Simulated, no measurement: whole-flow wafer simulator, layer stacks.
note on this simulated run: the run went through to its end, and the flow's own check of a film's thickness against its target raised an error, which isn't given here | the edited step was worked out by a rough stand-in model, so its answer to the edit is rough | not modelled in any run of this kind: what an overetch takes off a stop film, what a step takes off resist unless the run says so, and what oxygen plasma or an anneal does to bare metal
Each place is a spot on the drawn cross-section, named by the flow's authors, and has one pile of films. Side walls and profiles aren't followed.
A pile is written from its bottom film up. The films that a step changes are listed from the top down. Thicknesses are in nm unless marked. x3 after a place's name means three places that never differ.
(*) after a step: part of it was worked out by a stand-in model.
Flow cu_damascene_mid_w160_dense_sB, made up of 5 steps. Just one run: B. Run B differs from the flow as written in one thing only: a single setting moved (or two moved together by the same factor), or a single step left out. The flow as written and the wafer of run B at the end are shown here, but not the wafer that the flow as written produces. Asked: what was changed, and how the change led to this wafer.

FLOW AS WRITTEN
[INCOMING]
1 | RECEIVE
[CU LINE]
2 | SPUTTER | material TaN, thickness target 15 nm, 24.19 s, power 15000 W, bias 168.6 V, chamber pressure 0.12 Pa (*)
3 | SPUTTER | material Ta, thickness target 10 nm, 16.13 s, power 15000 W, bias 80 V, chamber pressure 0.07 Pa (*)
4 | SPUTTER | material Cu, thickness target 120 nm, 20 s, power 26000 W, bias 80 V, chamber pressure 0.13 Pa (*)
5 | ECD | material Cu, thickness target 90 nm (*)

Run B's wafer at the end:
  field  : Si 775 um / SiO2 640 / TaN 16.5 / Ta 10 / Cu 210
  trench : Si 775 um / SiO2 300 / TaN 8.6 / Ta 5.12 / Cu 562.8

The reason: step 2, SPUTTER: thickness target 16.5 nm was run, though the flow has thickness target 15 nm; step 2, SPUTTER: 26.61 s was run, where the flow has 24.19 s.
The wafer lets one read it off: field has TaN 16.5, and step 2 as written asks for 15 nm.

How this came from the change, step by step:
  2 | SPUTTER | material TaN, thickness target 15 nm, 24.19 s, power 15000 W, bias 168.6 V, chamber pressure 0.12 Pa (*)
      field: +16.5 TaN (new film) (it would be, as written: +15 TaN (new film))
      trench: +8.6 TaN (new film) (it would be, as written: +7.82 TaN (new film))
